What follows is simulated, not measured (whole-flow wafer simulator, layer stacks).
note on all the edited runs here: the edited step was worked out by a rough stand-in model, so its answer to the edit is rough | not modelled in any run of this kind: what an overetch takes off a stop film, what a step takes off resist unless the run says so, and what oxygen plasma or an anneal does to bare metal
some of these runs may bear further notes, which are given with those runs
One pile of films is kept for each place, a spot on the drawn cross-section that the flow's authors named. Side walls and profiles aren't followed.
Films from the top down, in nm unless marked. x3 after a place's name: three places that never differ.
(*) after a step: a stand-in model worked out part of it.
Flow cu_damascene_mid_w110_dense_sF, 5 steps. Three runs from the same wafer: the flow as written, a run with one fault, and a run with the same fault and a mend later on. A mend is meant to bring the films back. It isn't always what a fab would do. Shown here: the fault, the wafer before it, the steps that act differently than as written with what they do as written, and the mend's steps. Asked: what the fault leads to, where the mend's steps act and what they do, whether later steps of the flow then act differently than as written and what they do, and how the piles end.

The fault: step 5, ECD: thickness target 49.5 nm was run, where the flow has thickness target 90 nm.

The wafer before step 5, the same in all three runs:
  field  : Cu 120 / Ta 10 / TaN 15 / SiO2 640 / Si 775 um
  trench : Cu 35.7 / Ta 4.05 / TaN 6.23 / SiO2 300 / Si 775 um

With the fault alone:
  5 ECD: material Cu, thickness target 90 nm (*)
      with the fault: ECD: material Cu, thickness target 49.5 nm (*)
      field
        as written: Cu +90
        with the fault: Cu +49.5
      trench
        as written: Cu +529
        with the fault: Cu +488.5
  No later step of the flow acts differently than as written at any place that is followed.
  At the end the piles differ from the flow's by more than 2% or 0.5 nm, whichever is larger, at field, trench.
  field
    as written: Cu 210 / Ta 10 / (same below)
    with the fault: Cu 169.5 / Ta 10 / (same below)
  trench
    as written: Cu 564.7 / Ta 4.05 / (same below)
    with the fault: Cu 524.2 / Ta 4.05 / (same below)

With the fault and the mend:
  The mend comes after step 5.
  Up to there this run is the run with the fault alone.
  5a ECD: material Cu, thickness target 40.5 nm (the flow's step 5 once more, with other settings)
      field, trench
        Cu +40.5
  No later step of the flow acts differently than as written at any place that is followed.
  At the end the piles are the same as the flow's at every place that both follow.
